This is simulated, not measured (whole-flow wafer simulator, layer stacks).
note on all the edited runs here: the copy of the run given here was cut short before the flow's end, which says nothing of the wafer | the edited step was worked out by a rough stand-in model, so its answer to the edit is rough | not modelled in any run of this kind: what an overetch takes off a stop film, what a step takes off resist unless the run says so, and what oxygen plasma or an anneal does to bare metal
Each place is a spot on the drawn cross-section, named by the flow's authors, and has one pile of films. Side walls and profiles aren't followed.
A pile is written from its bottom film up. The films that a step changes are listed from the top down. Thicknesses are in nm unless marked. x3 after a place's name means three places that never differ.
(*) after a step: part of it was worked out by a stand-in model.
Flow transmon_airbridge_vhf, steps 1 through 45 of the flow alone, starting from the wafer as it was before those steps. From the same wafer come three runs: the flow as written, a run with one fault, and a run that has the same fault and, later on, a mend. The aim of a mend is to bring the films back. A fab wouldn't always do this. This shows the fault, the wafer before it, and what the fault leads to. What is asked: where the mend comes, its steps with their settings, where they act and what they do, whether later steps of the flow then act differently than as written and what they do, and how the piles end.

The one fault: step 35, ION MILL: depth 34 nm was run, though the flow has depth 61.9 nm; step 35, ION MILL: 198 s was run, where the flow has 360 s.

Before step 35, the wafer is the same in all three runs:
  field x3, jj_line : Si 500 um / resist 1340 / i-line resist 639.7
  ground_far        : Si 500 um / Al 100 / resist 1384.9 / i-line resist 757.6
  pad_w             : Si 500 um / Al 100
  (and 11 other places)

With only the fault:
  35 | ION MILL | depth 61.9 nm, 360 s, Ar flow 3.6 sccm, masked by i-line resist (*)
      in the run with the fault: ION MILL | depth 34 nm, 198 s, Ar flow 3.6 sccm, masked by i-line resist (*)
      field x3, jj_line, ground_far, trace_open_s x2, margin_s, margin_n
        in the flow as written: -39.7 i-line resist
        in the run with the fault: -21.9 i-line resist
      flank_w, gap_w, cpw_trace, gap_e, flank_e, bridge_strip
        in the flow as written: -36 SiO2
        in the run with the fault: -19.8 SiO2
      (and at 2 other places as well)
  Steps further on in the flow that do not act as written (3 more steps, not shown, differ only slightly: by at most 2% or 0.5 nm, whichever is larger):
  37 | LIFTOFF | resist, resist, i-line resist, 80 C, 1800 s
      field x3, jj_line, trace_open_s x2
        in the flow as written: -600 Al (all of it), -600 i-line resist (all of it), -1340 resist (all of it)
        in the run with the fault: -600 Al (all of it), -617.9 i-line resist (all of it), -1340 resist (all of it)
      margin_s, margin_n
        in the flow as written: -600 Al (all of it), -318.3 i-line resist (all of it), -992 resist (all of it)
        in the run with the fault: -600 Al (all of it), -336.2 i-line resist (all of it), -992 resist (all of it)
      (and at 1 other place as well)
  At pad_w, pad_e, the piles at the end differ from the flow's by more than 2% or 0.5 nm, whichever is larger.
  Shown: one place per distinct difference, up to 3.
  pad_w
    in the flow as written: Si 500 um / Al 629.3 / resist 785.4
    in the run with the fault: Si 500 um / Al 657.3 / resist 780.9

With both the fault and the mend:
  The mend stands after step 35.
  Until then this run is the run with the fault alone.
  35a | ION MILL | depth 27.9 nm, 162.3 s, Ar flow 3.6 sccm, masked by i-line resist (*) (the flow's step 35 again, with other settings)
      field x3, jj_line, ground_far, trace_open_s x2, margin_s, margin_n
        -17.9 i-line resist
      flank_w, gap_w, cpw_trace, gap_e, flank_e, bridge_strip
        -16.2 SiO2
      pad_w, pad_e
        -27.9 Al
  None of the later steps of the flow differs from how it acts as written, at any place that is followed, by more than 2% or 0.5 nm, whichever is larger.
  The piles end the same as the flow's at every place that both follow.
